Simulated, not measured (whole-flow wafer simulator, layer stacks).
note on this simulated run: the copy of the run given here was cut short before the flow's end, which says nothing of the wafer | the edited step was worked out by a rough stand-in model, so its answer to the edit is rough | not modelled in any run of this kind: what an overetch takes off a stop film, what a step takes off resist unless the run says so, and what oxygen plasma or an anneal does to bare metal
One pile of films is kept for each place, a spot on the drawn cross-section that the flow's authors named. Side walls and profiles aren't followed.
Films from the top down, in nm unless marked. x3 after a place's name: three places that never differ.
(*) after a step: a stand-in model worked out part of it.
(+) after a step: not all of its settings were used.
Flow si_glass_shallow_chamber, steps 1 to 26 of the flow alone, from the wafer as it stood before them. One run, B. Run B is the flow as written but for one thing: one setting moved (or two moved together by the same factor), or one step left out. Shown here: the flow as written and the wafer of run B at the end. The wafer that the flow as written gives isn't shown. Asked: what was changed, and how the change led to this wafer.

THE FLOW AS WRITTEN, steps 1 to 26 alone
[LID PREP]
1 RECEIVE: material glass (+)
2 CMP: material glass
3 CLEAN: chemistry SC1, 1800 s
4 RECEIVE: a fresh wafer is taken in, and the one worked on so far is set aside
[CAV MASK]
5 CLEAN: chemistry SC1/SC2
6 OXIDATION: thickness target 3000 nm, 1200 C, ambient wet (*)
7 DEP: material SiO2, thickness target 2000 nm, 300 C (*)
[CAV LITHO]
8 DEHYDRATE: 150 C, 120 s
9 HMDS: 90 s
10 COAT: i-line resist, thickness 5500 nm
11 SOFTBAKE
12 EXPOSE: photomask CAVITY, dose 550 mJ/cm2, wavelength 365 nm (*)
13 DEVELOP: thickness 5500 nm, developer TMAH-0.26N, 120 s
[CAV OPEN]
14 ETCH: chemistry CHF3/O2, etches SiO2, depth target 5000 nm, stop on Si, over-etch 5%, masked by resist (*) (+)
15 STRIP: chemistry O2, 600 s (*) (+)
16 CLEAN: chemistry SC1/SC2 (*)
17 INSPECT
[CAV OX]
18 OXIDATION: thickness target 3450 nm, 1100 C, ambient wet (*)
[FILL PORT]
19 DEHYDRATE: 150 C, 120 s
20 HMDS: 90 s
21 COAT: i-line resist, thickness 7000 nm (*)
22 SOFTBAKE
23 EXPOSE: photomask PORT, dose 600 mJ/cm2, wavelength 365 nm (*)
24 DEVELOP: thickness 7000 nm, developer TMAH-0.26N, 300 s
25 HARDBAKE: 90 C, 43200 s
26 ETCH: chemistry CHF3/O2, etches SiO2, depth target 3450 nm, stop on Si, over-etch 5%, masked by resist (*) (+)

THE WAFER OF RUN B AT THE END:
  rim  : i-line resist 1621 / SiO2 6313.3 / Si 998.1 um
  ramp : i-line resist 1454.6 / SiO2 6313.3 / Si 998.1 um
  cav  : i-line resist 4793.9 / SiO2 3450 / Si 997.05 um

The cause: step 6, OXIDATION: thickness target 3246 nm was run, where the flow has thickness target 3000 nm.

How the change led to this, step by step:
  6 OXIDATION: thickness target 3000 nm, 1200 C, ambient wet (*)
      rim, ramp, cav, port, septum, ring: SiO2 +3246 (new film), chemical SiO2 -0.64 (all of it), Si -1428 (as written it would be: SiO2 +3000 (new film), chemical SiO2 -0.64 (all of it), Si -1319.7)
  14 ETCH: chemistry CHF3/O2, etches SiO2, depth target 5000 nm, stop on Si, over-etch 5%, masked by resist (*) (+)
      cav, port: SiO2 -5246 (all of it), Si -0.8 (as written it would be: SiO2 -5000 (all of it), Si -50)
  18 OXIDATION: thickness target 3450 nm, 1100 C, ambient wet (*)
      rim, ramp, septum, ring: SiO2 +1067.3, Si -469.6 (as written it would be: SiO2 +1109.8, Si -488.3)
  22 SOFTBAKE
      rim: i-line resist -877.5 (as written it would be: i-line resist -849)
      ramp: i-line resist -454.8 (as written it would be: i-line resist -434.5)
      (and at 3 more places)
  25 HARDBAKE: 90 C, 43200 s
      rim: i-line resist -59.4 (as written it would be: i-line resist -62.5)
      ramp: i-line resist -53.7 (as written it would be: i-line resist -57.1)
